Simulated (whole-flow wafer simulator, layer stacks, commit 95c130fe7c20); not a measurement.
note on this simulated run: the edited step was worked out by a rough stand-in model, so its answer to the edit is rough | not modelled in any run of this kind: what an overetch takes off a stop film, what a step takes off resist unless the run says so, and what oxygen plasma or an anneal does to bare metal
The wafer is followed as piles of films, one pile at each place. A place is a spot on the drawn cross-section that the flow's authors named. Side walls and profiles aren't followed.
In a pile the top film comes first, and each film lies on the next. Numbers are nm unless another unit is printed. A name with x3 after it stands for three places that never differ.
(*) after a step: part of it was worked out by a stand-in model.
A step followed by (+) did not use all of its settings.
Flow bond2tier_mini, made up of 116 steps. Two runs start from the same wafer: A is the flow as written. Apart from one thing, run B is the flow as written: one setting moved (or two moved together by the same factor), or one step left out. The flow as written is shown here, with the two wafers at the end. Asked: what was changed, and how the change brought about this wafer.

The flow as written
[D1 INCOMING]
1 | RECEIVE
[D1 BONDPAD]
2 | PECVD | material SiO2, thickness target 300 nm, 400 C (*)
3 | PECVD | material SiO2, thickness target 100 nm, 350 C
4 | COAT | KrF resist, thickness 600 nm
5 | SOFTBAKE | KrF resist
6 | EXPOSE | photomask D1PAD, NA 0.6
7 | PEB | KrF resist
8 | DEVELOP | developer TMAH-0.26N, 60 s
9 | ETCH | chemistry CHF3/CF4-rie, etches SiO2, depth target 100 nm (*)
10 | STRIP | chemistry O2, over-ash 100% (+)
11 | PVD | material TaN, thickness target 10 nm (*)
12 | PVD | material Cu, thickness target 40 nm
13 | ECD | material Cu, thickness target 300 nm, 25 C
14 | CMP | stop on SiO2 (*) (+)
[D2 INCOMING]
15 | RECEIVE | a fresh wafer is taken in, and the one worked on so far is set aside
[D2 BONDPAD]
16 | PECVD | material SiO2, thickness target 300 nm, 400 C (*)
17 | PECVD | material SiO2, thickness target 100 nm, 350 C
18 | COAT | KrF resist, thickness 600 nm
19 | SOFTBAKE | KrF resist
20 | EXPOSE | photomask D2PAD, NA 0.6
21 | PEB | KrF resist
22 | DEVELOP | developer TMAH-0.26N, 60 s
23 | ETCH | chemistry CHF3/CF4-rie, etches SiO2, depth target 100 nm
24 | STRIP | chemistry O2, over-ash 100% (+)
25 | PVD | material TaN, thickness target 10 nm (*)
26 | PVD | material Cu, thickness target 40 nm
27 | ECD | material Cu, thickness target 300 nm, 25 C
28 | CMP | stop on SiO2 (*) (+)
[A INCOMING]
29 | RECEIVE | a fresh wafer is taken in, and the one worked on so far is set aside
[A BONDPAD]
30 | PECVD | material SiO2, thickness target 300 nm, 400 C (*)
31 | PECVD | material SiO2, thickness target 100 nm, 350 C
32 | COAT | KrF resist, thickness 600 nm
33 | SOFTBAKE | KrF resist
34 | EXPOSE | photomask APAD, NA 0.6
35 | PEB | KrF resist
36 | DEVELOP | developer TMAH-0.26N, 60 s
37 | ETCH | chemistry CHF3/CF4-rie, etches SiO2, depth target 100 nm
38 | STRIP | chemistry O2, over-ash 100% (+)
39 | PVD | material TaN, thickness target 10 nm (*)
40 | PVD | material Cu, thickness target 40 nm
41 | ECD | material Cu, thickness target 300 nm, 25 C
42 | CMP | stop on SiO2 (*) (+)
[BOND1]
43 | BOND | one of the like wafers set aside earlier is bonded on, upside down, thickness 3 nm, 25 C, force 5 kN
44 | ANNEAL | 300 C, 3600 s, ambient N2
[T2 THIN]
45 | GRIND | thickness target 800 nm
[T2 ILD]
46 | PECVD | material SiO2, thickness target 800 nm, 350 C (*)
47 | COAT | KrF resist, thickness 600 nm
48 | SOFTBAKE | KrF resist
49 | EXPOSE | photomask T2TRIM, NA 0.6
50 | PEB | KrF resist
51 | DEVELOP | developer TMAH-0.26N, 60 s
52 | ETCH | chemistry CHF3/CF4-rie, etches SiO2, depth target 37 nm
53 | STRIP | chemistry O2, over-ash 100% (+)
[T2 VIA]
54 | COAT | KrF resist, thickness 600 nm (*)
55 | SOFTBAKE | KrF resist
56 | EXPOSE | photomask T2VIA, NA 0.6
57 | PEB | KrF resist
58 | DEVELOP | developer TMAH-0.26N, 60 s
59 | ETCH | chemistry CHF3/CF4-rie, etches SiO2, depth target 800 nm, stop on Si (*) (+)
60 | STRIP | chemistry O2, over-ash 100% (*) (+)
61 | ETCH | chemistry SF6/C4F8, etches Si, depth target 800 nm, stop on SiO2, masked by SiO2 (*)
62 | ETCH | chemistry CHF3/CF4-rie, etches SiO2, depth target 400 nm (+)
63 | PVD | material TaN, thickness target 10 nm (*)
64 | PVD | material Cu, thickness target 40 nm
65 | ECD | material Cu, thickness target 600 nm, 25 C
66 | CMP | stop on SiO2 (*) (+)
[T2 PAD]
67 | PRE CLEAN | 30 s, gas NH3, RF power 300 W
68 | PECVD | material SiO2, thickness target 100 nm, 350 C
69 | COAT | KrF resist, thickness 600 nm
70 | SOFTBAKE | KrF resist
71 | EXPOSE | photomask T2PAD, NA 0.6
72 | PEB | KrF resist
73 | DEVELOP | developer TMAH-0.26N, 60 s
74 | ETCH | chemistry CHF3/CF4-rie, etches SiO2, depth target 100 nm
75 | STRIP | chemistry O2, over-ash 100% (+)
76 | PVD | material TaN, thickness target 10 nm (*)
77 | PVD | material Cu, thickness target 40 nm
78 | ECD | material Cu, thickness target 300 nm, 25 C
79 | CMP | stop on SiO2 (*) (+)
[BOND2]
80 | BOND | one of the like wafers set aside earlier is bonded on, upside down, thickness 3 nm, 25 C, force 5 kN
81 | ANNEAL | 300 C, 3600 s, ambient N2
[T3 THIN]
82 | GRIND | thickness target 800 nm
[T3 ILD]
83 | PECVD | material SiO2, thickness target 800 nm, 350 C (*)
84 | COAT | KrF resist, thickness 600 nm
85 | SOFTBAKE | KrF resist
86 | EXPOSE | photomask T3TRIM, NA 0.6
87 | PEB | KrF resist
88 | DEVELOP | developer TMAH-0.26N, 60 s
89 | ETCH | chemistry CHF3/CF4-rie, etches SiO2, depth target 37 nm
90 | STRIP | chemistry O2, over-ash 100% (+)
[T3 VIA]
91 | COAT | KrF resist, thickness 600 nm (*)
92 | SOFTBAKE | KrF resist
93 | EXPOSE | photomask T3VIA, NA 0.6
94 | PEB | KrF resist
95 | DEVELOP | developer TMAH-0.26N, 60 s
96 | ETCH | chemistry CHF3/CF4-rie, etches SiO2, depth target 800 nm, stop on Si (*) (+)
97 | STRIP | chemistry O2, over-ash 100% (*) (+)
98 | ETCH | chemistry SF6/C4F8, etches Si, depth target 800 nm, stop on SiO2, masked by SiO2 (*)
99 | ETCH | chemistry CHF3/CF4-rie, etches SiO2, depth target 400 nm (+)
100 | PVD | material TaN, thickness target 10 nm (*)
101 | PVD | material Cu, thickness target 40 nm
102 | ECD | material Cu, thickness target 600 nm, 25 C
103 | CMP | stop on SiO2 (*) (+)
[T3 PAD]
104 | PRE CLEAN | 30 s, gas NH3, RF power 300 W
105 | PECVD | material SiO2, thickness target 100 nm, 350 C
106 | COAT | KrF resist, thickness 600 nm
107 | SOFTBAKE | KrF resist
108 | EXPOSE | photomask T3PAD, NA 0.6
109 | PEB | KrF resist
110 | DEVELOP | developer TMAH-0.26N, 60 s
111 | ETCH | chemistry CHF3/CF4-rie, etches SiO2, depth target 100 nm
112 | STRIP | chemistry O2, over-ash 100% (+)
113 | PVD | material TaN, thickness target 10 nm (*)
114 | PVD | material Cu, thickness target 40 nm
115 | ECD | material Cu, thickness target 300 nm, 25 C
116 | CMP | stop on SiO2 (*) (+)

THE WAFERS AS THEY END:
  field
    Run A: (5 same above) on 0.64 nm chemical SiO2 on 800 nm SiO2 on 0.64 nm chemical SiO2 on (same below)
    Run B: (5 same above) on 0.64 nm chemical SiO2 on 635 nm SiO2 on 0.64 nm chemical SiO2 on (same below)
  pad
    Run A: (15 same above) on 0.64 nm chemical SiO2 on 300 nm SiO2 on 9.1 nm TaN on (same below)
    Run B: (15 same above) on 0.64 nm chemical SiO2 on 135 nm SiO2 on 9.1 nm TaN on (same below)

What caused this: step 2, PECVD: thickness target 135 nm was run, while the flow as written has thickness target 300 nm.
One can read it off the wafer: pad has SiO2 135, and step 2 as written asks for 300 nm.

Step by step, how the change led to this:
  2 | PECVD | material SiO2, thickness target 300 nm, 400 C (*)
      field, pad, via: A SiO2 gains 300 (new film) | B SiO2 gains 135 (new film)
  43 | BOND | one of the like wafers set aside earlier is bonded on, upside down, thickness 3 nm, 25 C, force 5 kN
      field: A Si gains 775 um (new film), chemical SiO2 gains 0.64 (new film), SiO2 gains 400 | B Si gains 775 um (new film), chemical SiO2 gains 0.64 (new film), SiO2 gains 235
      pad: A Si gains 775 um (new film), chemical SiO2 gains 0.64 (new film), SiO2 gains 300 (new film), TaN gains 9.1 (new film), Cu gains 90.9 | B Si gains 775 um (new film), chemical SiO2 gains 0.64 (new film), SiO2 gains 135 (new film), TaN gains 9.1 (new film), Cu gains 90.9
      (and at 1 other place as well)
